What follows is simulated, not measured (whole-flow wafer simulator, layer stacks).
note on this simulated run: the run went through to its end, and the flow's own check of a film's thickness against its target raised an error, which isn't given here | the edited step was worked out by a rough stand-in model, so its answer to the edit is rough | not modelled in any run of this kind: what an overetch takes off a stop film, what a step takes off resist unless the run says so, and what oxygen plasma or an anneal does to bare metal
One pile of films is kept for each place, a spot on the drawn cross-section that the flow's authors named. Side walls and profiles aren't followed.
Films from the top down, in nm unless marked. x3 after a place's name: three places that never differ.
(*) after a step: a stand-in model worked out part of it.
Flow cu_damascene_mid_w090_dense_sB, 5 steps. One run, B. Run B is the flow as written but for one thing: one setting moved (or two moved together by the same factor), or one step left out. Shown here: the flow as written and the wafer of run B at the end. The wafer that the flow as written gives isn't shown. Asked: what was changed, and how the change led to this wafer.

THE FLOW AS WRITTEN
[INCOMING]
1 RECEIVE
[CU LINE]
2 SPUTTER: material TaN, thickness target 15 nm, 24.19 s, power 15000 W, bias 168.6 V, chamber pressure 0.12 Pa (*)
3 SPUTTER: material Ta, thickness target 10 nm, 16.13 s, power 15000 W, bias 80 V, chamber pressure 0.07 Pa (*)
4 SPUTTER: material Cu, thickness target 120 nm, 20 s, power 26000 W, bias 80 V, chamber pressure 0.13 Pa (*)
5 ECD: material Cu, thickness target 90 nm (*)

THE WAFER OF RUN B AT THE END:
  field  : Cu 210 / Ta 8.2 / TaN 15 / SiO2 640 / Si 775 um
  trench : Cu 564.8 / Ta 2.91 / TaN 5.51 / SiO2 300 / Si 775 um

The cause: step 3, SPUTTER: thickness target 8.2 nm was run, where the flow has thickness target 10 nm; step 3, SPUTTER: 13.31 s was run, where the flow has 16.13 s.
It can be read off the wafer: field has Ta 8.2, and step 3 as written asks for 10 nm.

How the change led to this, step by step:
  3 SPUTTER: material Ta, thickness target 10 nm, 16.13 s, power 15000 W, bias 80 V, chamber pressure 0.07 Pa (*)
      field: Ta +8.2 (new film) (as written it would be: Ta +10 (new film))
      trench: Ta +2.91 (new film) (as written it would be: Ta +3.55 (new film))
